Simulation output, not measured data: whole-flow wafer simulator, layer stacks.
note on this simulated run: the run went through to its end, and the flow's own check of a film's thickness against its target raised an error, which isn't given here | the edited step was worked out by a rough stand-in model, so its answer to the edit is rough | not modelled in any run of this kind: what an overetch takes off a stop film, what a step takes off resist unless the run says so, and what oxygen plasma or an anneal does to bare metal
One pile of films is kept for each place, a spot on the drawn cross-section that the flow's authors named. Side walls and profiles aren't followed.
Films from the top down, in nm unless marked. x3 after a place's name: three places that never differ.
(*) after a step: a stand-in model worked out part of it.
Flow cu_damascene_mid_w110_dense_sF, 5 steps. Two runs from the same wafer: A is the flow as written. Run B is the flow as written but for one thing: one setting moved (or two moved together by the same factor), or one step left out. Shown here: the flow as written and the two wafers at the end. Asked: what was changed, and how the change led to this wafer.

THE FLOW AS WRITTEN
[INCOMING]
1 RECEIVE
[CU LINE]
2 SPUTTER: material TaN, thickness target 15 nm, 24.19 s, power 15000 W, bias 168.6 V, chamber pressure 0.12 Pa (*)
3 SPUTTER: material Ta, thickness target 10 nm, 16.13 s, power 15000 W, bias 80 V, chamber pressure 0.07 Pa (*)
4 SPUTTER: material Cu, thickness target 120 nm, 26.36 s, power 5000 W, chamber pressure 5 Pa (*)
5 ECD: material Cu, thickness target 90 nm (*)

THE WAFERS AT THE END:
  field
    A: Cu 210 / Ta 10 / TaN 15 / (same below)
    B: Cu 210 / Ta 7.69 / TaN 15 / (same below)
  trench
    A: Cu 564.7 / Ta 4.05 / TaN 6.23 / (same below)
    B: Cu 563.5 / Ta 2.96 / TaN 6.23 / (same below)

The cause: step 3, SPUTTER: power 11540 W was run, where the flow has power 15000 W.

How the change led to this, step by step:
  3 SPUTTER: material Ta, thickness target 10 nm, 16.13 s, power 15000 W, bias 80 V, chamber pressure 0.07 Pa (*)
      field: A Ta +10 (new film) | B Ta +7.69 (new film)
      trench: A Ta +4.05 (new film) | B Ta +2.96 (new film)
